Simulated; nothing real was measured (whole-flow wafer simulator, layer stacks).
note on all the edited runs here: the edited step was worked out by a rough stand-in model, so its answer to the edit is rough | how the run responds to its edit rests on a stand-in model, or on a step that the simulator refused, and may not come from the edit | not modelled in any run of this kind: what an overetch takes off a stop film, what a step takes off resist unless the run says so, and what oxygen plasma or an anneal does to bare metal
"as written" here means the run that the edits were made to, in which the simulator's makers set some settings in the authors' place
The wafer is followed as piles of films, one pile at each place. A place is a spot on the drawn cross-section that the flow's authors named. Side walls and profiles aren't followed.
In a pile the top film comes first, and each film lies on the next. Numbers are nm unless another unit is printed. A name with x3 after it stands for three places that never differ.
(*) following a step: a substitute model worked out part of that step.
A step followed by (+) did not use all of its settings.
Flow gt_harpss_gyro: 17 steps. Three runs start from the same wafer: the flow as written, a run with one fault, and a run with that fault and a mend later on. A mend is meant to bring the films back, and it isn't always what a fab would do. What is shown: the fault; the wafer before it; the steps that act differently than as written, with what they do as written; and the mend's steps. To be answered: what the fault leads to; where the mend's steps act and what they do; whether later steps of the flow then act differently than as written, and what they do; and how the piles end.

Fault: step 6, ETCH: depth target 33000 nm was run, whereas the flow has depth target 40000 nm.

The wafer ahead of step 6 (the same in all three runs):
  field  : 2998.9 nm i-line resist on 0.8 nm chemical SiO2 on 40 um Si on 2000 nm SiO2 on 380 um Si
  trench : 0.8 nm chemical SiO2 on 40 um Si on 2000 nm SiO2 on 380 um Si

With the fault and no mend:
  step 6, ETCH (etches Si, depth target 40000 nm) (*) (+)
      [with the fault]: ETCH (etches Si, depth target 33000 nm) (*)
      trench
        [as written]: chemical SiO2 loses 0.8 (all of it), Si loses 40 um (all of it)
        [with the fault]: chemical SiO2 loses 0.8 (all of it), Si loses 33 um
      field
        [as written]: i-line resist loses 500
        [with the fault]: i-line resist loses 412.5
  Later steps of the flow acting differently than as written (not shown: 3 more steps that differ only slightly, by at most 2% or 0.5 nm, whichever is larger):
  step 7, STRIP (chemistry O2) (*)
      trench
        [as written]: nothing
        [with the fault]: chemical SiO2 gains 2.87 (new film), Si loses 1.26
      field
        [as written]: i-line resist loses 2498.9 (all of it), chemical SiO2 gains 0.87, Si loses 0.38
        [with the fault]: i-line resist loses 2586.4 (all of it), chemical SiO2 gains 0.88, Si loses 0.39
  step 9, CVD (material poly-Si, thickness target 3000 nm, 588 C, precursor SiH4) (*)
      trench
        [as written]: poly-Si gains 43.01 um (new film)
        [with the fault]: poly-Si gains 36 um (new film)
  By the end, the piles at trench depart from the flow's by more than 2% or 0.5 nm, whichever is larger.
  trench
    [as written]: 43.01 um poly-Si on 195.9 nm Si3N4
    [with the fault]: 36 um poly-Si on 196.9 nm Si3N4 on 2.87 nm chemical SiO2 on 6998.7 nm Si

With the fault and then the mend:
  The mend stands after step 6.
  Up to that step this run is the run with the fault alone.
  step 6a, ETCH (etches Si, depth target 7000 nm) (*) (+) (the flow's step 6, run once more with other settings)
      field
        i-line resist loses 87.5
      trench
        Si loses 6999.9 (all of it)
  Later steps of the flow that are run all act as written at every place that is followed.
  At every place that both follow, the piles at the end match the flow's.
